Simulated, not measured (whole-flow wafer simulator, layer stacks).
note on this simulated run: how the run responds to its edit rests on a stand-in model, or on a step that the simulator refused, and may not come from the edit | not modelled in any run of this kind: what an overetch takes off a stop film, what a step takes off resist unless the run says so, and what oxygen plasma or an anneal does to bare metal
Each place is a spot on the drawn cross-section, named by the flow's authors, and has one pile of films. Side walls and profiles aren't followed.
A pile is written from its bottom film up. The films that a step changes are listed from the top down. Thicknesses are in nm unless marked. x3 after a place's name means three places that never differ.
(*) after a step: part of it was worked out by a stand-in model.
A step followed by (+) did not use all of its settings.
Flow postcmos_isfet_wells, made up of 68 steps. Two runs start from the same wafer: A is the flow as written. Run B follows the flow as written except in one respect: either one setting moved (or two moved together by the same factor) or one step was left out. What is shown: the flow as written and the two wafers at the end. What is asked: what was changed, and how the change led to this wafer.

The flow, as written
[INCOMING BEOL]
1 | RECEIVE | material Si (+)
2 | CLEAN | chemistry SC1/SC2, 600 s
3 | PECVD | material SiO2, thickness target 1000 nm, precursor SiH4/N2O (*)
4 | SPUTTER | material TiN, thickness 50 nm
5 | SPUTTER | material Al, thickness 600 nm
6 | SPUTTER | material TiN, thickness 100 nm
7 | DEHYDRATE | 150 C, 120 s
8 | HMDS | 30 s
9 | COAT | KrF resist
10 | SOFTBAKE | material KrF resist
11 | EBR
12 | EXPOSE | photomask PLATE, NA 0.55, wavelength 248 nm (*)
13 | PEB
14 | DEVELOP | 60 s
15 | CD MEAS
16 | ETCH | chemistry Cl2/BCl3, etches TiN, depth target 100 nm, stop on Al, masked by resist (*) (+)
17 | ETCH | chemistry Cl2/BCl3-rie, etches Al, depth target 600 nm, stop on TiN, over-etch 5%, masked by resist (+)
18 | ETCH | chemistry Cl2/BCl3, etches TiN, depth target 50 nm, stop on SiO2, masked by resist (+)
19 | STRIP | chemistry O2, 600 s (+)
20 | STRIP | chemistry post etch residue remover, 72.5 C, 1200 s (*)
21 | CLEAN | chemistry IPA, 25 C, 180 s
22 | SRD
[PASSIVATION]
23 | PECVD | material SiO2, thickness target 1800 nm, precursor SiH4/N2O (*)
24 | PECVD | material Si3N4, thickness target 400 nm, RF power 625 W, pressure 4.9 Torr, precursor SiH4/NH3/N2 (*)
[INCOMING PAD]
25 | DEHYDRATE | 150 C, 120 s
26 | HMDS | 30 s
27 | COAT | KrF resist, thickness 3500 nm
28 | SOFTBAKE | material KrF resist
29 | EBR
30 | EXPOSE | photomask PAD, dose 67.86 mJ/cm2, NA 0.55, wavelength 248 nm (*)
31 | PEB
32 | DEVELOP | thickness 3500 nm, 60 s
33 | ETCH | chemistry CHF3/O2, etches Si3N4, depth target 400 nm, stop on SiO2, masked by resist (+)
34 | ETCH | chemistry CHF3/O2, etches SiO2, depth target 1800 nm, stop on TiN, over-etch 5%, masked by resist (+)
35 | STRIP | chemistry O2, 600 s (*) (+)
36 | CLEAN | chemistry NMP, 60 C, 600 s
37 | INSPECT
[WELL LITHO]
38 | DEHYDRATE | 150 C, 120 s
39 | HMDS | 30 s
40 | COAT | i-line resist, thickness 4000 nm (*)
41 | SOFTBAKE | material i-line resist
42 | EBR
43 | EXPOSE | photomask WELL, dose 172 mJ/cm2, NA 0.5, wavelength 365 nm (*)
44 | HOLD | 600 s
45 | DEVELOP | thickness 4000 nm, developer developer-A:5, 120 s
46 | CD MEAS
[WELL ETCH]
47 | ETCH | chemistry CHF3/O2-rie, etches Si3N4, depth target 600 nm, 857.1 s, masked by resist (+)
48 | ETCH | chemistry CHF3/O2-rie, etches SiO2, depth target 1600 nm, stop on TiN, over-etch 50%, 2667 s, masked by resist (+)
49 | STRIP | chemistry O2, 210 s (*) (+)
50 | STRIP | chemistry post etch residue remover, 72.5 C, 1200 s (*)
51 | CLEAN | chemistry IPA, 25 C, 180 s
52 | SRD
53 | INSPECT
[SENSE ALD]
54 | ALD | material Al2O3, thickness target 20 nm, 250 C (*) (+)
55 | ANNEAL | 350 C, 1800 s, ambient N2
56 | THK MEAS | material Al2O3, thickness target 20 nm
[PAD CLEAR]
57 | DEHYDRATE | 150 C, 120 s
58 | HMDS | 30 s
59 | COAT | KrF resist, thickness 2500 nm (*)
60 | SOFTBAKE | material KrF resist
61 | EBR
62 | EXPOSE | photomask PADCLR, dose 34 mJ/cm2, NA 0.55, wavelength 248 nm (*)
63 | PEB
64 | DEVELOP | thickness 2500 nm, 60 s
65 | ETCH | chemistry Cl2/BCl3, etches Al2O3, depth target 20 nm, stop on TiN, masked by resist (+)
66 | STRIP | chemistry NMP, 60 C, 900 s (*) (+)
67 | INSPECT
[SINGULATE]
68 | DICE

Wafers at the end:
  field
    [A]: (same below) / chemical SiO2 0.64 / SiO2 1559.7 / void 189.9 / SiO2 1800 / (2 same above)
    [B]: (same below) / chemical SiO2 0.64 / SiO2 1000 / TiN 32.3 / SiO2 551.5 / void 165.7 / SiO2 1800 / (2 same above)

Cause: step 17, ETCH: depth target 522 nm was run, whereas the flow has depth target 600 nm.

The path from the change to this, step by step:
  17 | ETCH | chemistry Cl2/BCl3-rie, etches Al, depth target 600 nm, stop on TiN, over-etch 5%, masked by resist (+)
      field: A -600 Al (all of it) | B -522 Al
      margin, well900, well1300 x3, pad_rim, pad_clr, pad_open: A -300 KrF resist | B -261 KrF resist
  18 | ETCH | chemistry Cl2/BCl3, etches TiN, depth target 50 nm, stop on SiO2, masked by resist (+)
      field: A -50 TiN (all of it) | B -78 Al (all of it), -17.2 TiN
  19 | STRIP | chemistry O2, 600 s (+)
      margin, well900, well1300 x3, pad_rim, pad_clr, pad_open: A -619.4 KrF resist (all of it) | B -658.4 KrF resist (all of it)
  23 | PECVD | material SiO2, thickness target 1800 nm, precursor SiH4/N2O (*)
      field: A +1800 SiO2 (new film), +189.9 void (new film), +559.7 SiO2 | B +1800 SiO2 (new film), +165.7 void (new film), +551.5 SiO2 (new film)
Taking metal films that touch as one body, field has 1 body; the flow as written gives 0 bodies.
